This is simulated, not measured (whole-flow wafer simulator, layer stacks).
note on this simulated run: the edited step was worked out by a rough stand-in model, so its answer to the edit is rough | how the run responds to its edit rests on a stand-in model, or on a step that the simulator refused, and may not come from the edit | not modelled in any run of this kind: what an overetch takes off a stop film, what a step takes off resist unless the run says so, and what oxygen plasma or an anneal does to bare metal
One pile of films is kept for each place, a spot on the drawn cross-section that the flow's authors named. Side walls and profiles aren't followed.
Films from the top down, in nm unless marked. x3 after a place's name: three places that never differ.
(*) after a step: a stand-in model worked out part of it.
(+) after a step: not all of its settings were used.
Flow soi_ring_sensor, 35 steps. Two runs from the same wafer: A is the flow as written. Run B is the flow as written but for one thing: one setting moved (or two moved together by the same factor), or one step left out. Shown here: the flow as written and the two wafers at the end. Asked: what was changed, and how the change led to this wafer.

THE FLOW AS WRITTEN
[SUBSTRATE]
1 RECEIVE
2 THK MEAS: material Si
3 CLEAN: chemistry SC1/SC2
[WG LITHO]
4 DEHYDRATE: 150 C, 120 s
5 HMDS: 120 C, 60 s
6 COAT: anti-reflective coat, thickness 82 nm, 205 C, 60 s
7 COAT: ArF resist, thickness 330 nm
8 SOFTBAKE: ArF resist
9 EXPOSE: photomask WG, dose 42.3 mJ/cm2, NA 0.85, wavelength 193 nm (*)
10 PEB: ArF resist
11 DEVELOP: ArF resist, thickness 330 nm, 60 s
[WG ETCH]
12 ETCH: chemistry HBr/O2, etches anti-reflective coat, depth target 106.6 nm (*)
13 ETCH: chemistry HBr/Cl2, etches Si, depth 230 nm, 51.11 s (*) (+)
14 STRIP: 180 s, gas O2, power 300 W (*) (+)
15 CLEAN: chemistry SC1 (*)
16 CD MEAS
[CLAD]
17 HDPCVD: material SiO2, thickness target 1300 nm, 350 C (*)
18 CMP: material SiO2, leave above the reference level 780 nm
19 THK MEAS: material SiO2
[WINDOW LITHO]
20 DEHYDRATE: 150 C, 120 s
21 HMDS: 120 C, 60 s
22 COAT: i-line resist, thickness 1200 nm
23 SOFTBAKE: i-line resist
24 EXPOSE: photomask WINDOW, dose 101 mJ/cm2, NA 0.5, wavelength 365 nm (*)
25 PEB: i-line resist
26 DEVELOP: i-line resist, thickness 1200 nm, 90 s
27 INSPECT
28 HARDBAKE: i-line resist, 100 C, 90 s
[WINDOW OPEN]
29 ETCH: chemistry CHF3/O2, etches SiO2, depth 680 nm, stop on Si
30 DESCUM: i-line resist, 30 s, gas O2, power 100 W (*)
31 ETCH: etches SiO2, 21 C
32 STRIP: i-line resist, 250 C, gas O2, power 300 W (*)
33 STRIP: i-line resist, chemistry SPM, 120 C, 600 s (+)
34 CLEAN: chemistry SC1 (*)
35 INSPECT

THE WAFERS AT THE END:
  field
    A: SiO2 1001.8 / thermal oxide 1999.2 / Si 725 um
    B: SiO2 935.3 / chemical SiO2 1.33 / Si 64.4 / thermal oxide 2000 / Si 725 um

The cause: step 13, ETCH: depth 155 nm was run, where the flow has depth 230 nm.

How the change led to this, step by step:
  13 ETCH: chemistry HBr/Cl2, etches Si, depth 230 nm, 51.11 s (*) (+)
      gap, window, field, gap_clad: A Si -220 (all of it), thermal oxide -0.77 | B Si -155
  14 STRIP: 180 s, gas O2, power 300 W (*) (+)
      gap, window, field, gap_clad: A nothing | B chemical SiO2 +1.33 (new film), Si -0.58
  18 CMP: material SiO2, leave above the reference level 780 nm
      gap, window, field, gap_clad: A SiO2 -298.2 | B SiO2 -364.7
